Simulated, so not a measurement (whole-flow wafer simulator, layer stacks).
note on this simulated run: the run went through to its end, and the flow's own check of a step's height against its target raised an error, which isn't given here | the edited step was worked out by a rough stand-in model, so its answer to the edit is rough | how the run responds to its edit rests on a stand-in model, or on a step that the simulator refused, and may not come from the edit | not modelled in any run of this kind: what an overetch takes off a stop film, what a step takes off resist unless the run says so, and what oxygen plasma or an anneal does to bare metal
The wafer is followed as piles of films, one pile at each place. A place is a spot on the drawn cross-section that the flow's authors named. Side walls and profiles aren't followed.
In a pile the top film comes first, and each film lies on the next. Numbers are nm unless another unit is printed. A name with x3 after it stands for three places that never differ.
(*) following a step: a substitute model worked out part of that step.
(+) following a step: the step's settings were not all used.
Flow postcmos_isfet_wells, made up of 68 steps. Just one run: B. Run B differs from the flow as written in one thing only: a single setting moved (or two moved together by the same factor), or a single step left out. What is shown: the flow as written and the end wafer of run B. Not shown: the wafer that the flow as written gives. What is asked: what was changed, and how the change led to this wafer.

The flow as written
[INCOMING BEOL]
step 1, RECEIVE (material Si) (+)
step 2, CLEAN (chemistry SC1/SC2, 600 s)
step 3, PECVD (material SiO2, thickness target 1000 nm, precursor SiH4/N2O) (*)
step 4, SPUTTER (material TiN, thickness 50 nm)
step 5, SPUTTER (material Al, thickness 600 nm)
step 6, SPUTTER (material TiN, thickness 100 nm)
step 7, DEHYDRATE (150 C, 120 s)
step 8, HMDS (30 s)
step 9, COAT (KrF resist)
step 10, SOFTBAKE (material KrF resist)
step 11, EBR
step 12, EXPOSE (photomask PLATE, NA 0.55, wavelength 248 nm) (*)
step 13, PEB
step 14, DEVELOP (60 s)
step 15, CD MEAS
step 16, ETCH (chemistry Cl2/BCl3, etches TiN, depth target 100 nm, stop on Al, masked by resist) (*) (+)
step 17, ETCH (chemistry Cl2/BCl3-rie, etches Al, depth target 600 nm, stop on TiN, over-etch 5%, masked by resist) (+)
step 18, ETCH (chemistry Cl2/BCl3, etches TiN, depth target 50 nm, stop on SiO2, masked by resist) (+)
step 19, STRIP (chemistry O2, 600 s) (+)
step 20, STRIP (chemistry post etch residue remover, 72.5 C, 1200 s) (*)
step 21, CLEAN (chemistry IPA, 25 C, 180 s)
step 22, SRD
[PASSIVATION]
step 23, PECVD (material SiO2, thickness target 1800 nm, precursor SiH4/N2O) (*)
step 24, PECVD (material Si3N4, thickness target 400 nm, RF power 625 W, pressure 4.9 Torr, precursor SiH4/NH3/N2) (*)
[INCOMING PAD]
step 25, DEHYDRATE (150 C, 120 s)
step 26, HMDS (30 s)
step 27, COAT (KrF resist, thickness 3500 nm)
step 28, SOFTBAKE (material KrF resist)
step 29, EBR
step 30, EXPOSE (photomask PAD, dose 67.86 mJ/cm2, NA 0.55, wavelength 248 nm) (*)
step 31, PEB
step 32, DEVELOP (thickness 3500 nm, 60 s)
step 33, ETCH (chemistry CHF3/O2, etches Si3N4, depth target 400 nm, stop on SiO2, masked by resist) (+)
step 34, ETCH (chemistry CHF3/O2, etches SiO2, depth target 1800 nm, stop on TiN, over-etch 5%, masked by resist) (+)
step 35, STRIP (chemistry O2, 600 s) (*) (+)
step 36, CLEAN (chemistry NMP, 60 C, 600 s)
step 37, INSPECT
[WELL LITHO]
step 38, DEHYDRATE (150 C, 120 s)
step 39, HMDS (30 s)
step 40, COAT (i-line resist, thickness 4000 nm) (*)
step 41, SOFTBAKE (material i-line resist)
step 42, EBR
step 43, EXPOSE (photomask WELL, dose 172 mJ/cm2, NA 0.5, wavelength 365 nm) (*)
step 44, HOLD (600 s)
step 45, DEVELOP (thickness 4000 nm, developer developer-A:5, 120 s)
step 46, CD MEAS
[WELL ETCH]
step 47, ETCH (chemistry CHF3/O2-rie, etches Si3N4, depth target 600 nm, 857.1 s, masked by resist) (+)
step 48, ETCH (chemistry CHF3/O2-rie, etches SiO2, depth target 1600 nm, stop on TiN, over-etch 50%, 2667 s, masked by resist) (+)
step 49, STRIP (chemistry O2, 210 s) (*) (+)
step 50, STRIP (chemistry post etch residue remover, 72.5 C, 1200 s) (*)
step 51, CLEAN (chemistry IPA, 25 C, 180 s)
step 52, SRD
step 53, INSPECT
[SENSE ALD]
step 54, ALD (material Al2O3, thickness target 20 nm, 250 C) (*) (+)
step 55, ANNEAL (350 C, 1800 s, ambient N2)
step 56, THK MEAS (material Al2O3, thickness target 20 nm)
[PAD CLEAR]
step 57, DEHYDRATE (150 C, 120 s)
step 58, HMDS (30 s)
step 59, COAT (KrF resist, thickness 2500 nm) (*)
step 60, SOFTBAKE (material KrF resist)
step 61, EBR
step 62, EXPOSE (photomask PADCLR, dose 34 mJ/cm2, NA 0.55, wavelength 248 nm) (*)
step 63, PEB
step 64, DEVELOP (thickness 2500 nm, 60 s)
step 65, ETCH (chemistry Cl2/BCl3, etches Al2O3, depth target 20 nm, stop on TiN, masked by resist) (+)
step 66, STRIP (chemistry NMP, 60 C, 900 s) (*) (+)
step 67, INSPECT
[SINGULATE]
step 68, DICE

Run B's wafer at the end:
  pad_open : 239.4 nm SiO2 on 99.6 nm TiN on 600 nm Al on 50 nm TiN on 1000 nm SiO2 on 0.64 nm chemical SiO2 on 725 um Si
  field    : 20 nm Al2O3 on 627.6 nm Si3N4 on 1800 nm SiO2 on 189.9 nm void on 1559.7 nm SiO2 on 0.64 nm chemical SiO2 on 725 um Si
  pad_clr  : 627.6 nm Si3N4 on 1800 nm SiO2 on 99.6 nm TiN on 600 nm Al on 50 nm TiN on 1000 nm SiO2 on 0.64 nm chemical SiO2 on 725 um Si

Cause: step 24, PECVD: thickness target 628 nm was run, while the flow as written has thickness target 400 nm.

The path from the change to this, step by step:
  step 24, PECVD (material Si3N4, thickness target 400 nm, RF power 625 W, pressure 4.9 Torr, precursor SiH4/NH3/N2) (*)
      field, margin, well900, well1300 x3, pad_rim, pad_clr, pad_open: +628 Si3N4 (new film) (in the flow as written it would be: +400 Si3N4 (new film))
  step 33, ETCH (chemistry CHF3/O2, etches Si3N4, depth target 400 nm, stop on SiO2, masked by resist) (+)
      pad_open: -400 Si3N4 (in the flow as written it would be: -400 Si3N4 (all of it))
  step 34, ETCH (chemistry CHF3/O2, etches SiO2, depth target 1800 nm, stop on TiN, over-etch 5%, masked by resist) (+)
      pad_open: -228 Si3N4 (all of it), -1560.6 SiO2 (in the flow as written it would be: -1800 SiO2 (all of it))
  step 47, ETCH (chemistry CHF3/O2-rie, etches Si3N4, depth target 600 nm, 857.1 s, masked by resist) (+)
      well900, well1300 x3: -600 Si3N4 (in the flow as written it would be: -400 Si3N4 (all of it), -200 SiO2)
  step 48, ETCH (chemistry CHF3/O2-rie, etches SiO2, depth target 1600 nm, stop on TiN, over-etch 50%, 2667 s, masked by resist) (+)
      well900, well1300 x3: -28 Si3N4 (all of it), -1800 SiO2 (all of it) (in the flow as written it would be: -1600 SiO2 (all of it))
  step 59, COAT (KrF resist, thickness 2500 nm) (*)
      field: +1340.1 KrF resist (new film) (in the flow as written it would be: +1449 KrF resist (new film))
      margin: +1340 KrF resist (new film) (in the flow as written it would be: +1448.9 KrF resist (new film))
  step 63, PEB
      field, margin: -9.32 KrF resist (in the flow as written it would be: -10.1 KrF resist)
  step 66, STRIP (chemistry NMP, 60 C, 900 s) (*) (+)
      field: -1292 KrF resist (all of it) (in the flow as written it would be: -1400.1 KrF resist (all of it))
      margin: -1291.9 KrF resist (all of it) (in the flow as written it would be: -1400.1 KrF resist (all of it))
